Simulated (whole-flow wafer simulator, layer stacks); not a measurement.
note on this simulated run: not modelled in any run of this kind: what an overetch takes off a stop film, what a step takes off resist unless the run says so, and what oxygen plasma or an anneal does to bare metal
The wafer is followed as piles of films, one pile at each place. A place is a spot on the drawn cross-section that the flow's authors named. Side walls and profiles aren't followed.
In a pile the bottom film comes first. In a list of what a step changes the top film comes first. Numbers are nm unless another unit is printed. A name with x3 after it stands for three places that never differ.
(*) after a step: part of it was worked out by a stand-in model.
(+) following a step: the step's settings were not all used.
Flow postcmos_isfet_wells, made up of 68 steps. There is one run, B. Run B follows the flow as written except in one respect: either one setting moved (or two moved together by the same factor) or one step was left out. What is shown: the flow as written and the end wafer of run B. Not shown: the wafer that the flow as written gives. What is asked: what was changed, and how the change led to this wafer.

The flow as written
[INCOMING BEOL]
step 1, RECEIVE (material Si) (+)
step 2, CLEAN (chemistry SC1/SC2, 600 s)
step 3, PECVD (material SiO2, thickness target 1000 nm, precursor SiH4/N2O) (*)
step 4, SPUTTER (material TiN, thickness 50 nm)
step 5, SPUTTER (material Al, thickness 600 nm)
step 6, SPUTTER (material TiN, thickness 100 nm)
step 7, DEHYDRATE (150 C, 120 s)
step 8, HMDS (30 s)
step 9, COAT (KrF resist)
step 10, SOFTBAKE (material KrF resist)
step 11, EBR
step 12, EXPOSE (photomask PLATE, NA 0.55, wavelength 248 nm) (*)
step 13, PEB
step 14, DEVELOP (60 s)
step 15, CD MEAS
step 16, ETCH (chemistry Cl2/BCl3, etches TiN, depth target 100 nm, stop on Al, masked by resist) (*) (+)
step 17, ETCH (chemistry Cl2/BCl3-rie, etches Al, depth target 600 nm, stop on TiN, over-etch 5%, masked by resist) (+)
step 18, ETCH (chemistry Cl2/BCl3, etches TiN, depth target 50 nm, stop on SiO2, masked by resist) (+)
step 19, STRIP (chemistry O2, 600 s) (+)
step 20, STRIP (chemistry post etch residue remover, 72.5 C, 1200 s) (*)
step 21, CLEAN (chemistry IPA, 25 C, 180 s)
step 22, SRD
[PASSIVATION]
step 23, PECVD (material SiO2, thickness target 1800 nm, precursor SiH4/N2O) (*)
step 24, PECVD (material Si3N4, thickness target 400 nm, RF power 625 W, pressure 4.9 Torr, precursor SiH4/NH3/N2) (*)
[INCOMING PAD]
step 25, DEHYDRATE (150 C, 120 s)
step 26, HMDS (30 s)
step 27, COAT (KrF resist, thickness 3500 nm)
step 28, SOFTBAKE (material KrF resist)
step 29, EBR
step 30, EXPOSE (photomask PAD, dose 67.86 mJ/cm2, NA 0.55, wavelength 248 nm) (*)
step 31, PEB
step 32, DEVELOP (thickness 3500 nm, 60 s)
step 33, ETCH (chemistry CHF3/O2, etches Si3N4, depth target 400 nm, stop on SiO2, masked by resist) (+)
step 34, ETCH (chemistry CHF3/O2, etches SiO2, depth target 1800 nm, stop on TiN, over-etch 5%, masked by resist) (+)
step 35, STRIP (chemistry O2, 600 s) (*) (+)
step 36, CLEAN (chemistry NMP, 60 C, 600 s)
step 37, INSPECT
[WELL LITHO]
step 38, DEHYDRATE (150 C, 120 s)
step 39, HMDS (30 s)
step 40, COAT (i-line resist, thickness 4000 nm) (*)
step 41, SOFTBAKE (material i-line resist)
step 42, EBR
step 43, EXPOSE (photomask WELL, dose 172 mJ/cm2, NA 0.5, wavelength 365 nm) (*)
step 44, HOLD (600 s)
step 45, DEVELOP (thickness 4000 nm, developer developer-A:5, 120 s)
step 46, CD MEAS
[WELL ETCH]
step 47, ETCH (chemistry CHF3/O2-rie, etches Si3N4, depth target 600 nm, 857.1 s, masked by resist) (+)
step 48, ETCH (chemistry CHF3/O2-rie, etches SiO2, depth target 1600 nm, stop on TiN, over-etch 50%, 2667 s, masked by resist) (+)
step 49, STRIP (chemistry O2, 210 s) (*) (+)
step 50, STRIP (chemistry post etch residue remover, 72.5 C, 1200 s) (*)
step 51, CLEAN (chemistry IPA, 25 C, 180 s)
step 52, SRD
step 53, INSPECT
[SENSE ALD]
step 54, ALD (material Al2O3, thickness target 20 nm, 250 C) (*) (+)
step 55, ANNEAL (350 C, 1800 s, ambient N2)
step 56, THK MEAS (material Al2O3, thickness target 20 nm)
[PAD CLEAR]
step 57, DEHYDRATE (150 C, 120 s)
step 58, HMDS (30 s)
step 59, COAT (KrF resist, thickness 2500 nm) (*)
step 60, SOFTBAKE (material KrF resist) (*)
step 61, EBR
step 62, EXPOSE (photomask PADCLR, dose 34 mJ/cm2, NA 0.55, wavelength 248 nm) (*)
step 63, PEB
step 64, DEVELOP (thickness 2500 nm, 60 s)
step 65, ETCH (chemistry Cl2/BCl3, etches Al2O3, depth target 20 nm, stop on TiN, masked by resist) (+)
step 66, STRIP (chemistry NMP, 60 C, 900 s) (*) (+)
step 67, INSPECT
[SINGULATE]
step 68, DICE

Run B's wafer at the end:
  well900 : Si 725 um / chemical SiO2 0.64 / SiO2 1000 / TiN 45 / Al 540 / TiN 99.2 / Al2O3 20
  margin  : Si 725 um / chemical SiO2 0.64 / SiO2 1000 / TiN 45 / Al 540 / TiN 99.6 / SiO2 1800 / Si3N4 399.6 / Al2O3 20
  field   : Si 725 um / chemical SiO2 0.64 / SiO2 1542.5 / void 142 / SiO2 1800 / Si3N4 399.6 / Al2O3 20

The reason: step 4, SPUTTER: thickness 45 nm was run, whereas the flow has thickness 50 nm; step 5, SPUTTER: thickness 540 nm was run, where the flow has thickness 600 nm.
One can read it off the wafer: well900 has TiN 45, and step 4 as written asks for 50 nm.

The path from the change to this, step by step:
  step 4, SPUTTER (material TiN, thickness 50 nm)
      field, margin, well900 and 6 more: +45 TiN (new film) (as written it would have been: +50 TiN (new film))
  step 5, SPUTTER (material Al, thickness 600 nm)
      field, margin, well900 and 6 more: +540 Al (new film) (as written it would have been: +600 Al (new film))
  step 17, ETCH (chemistry Cl2/BCl3-rie, etches Al, depth target 600 nm, stop on TiN, over-etch 5%, masked by resist) (+)
      margin, well900, well1300, well2000, well3000, pad_rim, pad_clr, pad_open: -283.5 KrF resist (as written it would have been: -300 KrF resist)
      field: -540 Al (all of it) (as written it would have been: -600 Al (all of it))
  step 18, ETCH (chemistry Cl2/BCl3, etches TiN, depth target 50 nm, stop on SiO2, masked by resist) (+)
      field: -45 TiN (all of it) (as written it would have been: -50 TiN (all of it))
  step 19, STRIP (chemistry O2, 600 s) (+)
      margin, well900, well1300, well2000, well3000, pad_rim, pad_clr, pad_open: -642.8 KrF resist (all of it) (as written it would have been: -626.3 KrF resist (all of it))
  step 23, PECVD (material SiO2, thickness target 1800 nm, precursor SiH4/N2O) (*)
      field: +1800 SiO2 (new film), +142 void (new film), +542.5 SiO2 (as written it would have been: +1800 SiO2 (new film), +189.9 void (new film), +559.7 SiO2)
